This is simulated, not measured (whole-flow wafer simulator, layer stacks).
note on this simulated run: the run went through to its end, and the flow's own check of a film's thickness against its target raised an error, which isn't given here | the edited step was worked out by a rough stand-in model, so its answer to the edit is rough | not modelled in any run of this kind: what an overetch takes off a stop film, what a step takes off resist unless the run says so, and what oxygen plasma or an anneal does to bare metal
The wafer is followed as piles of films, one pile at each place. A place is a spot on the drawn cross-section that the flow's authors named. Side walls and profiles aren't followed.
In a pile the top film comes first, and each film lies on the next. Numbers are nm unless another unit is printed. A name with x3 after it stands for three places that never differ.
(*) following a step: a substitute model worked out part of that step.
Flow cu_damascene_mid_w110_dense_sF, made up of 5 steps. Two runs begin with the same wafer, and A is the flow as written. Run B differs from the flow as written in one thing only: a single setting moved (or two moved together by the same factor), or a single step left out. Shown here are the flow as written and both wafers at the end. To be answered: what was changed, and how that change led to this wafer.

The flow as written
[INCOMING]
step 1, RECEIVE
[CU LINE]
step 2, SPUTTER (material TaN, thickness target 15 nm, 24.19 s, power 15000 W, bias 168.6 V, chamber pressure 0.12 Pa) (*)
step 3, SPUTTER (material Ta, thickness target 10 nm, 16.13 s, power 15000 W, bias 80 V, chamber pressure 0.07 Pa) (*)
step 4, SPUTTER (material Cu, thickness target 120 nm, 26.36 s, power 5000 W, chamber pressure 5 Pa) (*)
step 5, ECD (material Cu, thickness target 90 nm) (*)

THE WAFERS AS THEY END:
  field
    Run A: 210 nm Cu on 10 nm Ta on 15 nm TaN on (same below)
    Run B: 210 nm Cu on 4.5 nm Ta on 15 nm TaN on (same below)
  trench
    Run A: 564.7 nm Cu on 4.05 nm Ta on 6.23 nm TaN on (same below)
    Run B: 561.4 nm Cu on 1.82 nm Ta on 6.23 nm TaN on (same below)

The reason: step 3, SPUTTER: thickness target 4.5 nm was run, while the flow as written has thickness target 10 nm; step 3, SPUTTER: 7.26 s was run, where the flow has 16.13 s.
The wafer itself shows it: field has Ta 4.5, and step 3 as written asks for 10 nm.

How this came from the change, step by step:
  step 3, SPUTTER (material Ta, thickness target 10 nm, 16.13 s, power 15000 W, bias 80 V, chamber pressure 0.07 Pa) (*)
      field: A +10 Ta (new film) | B +4.5 Ta (new film)
      trench: A +4.05 Ta (new film) | B +1.82 Ta (new film)
